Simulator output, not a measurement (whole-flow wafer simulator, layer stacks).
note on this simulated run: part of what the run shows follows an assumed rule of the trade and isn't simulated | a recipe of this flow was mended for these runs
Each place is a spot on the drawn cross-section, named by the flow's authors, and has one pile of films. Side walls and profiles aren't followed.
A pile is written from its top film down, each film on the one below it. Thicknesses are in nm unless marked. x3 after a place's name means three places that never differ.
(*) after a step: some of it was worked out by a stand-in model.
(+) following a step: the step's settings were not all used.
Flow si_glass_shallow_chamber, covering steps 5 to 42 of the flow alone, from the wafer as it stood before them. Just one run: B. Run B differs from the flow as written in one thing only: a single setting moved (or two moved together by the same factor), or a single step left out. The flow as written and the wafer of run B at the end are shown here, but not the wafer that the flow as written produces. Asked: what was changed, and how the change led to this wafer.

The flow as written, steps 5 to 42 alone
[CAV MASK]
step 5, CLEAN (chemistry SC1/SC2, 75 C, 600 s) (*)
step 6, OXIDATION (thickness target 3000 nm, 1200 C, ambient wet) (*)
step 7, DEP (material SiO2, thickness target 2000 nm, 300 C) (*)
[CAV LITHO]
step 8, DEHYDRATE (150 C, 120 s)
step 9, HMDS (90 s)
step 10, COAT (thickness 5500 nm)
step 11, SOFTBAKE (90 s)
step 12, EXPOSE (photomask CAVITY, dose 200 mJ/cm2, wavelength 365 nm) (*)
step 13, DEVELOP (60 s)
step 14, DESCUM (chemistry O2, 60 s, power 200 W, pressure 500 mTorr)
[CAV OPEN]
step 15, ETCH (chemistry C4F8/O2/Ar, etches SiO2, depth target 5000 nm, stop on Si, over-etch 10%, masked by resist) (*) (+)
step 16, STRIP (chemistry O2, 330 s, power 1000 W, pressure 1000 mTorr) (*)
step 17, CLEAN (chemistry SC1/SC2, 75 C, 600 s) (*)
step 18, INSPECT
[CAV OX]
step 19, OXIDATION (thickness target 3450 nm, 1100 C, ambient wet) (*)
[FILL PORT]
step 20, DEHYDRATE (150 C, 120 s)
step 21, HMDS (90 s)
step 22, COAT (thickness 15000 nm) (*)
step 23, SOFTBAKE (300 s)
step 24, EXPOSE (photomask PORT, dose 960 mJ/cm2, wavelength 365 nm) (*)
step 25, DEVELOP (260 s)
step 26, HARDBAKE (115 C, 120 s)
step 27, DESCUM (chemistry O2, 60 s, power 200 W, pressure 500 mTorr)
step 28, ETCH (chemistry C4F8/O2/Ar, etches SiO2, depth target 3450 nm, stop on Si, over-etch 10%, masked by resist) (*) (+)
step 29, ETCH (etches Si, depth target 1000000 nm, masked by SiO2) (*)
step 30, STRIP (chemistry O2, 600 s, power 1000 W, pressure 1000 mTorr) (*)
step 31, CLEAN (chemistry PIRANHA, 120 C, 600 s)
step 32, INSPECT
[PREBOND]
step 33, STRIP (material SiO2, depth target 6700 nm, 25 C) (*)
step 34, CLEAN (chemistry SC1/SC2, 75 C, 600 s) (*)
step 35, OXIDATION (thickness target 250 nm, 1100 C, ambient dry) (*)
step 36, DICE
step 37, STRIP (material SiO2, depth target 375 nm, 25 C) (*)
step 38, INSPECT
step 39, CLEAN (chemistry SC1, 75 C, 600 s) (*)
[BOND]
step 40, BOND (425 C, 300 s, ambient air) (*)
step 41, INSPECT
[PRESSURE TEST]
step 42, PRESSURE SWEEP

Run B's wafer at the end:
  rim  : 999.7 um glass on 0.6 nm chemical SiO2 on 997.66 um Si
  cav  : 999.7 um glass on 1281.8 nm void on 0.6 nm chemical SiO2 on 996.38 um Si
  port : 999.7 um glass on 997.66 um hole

Cause: step 6, OXIDATION: thickness target 4080 nm was run, though the flow has thickness target 3000 nm; step 15, ETCH: depth target 6800 nm was run, where the flow has depth target 5000 nm.

The path from the change to this, step by step:
  step 6, OXIDATION (thickness target 3000 nm, 1200 C, ambient wet) (*)
      rim, ramp, cav, port, septum, ring: +4080 SiO2 (new film), -0.6 chemical SiO2 (all of it), -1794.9 Si (it would be, as written: +3000 SiO2 (new film), -0.6 chemical SiO2 (all of it), -1319.7 Si)
  step 15, ETCH (chemistry C4F8/O2/Ar, etches SiO2, depth target 5000 nm, stop on Si, over-etch 10%, masked by resist) (*) (+)
      rim, ramp, septum, ring: -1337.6 thick-i-line-resist (it would be, as written: -1100 thick-i-line-resist)
      cav, port: -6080 SiO2 (all of it), -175 Si (it would be, as written: -5000 SiO2 (all of it), -62.5 Si)
  step 16, STRIP (chemistry O2, 330 s, power 1000 W, pressure 1000 mTorr) (*)
      rim, ramp, septum, ring: -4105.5 thick-i-line-resist (all of it) (it would be, as written: -4343.1 thick-i-line-resist (all of it))
  step 19, OXIDATION (thickness target 3450 nm, 1100 C, ambient wet) (*)
      rim, ramp, septum, ring: +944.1 SiO2, -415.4 Si (it would be, as written: +1110.9 SiO2, -488.8 Si)
  step 22, COAT (thickness 15000 nm) (*)
      rim: +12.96 um thick-i-line-resist (new film) (it would be, as written: +13.4 um thick-i-line-resist (new film))
      ramp: +12.3 um thick-i-line-resist (new film) (it would be, as written: +12.89 um thick-i-line-resist (new film))
      (and at 4 other places as well)
  step 23, SOFTBAKE (300 s)
      rim: -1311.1 thick-i-line-resist (it would be, as written: -997 thick-i-line-resist)
      ramp: -657.1 thick-i-line-resist (it would be, as written: -487.1 thick-i-line-resist)
      (and at 4 other places as well)
  step 25, DEVELOP (260 s)
      port: -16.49 um thick-i-line-resist (all of it) (it would be, as written: -16.16 um thick-i-line-resist (all of it))
  step 26, HARDBAKE (115 C, 120 s)
      rim, ramp: -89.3 thick-i-line-resist (it would be, as written: -98.2 thick-i-line-resist)
      cav: -151.8 thick-i-line-resist (it would be, as written: -147.1 thick-i-line-resist)
  step 29, ETCH (etches Si, depth target 1000000 nm, masked by SiO2) (*)
      rim, ramp: -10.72 um thick-i-line-resist (all of it), -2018 SiO2 (it would be, as written: -11.47 um thick-i-line-resist (all of it), -1617.3 SiO2)
      port: +996.46 um hole (new film), -996.46 um Si (all of it) (it would be, as written: +997.05 um hole (new film), -997.05 um Si (all of it))
      (and at 2 other places as well)
  step 30, STRIP (chemistry O2, 600 s, power 1000 W, pressure 1000 mTorr) (*)
      cav: -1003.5 thick-i-line-resist (all of it) (it would be, as written: -669.6 thick-i-line-resist (all of it))
  step 33, STRIP (material SiO2, depth target 6700 nm, 25 C) (*)
      rim, ramp: -5000 SiO2 (all of it) (it would be, as written: -4487.5 SiO2 (all of it))
      septum: -6611.5 SiO2 (all of it) (it would be, as written: -5732.1 SiO2 (all of it))
      (and at 1 other place as well)
  step 40, BOND (425 C, 300 s, ambient air) (*)
      cav: +999.7 um glass (new film), +1281.8 void (new film) (it would be, as written: +999.7 um glass (new film), +1095.9 void (new film))
      port: +999.7 um glass (new film), +1203.2 hole (it would be, as written: +999.7 um glass (new film), +1017.3 hole)
